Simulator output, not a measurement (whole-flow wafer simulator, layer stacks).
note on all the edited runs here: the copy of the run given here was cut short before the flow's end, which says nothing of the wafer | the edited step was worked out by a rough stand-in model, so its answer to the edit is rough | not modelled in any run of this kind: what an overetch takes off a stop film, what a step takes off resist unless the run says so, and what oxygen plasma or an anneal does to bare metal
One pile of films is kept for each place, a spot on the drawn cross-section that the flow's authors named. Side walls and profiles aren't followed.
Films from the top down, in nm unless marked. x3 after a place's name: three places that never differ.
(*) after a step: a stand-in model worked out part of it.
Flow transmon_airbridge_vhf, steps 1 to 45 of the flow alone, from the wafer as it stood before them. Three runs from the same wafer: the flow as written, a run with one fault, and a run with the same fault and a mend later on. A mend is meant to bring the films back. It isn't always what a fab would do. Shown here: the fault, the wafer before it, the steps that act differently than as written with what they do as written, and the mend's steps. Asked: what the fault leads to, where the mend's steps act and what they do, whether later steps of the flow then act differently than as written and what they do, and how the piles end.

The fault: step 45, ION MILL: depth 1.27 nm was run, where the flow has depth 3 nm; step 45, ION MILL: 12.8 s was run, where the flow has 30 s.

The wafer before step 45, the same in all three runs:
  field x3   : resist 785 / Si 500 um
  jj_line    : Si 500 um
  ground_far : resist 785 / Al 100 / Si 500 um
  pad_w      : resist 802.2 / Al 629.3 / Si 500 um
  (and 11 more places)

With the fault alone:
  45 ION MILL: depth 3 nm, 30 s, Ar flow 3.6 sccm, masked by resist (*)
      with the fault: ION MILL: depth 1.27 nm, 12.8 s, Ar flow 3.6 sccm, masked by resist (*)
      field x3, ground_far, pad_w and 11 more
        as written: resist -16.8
        with the fault: resist -7.16
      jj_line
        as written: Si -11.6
        with the fault: Si -4.96
  No later step of the flow acts differently than as written at any place that is followed.
  At the end the piles differ from the flow's only slightly at the places that both follow, by at most 2% or 0.5 nm, whichever is larger.

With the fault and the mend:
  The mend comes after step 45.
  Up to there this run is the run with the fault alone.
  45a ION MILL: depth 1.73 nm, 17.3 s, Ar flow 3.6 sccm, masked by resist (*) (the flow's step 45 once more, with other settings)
      field x3, ground_far, pad_w and 11 more
        resist -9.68
      jj_line
        Si -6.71
  No later step of the flow acts differently than as written at any place that is followed.
  At the end the piles differ from the flow's only slightly at the places that both follow, by at most 2% or 0.5 nm, whichever is larger.
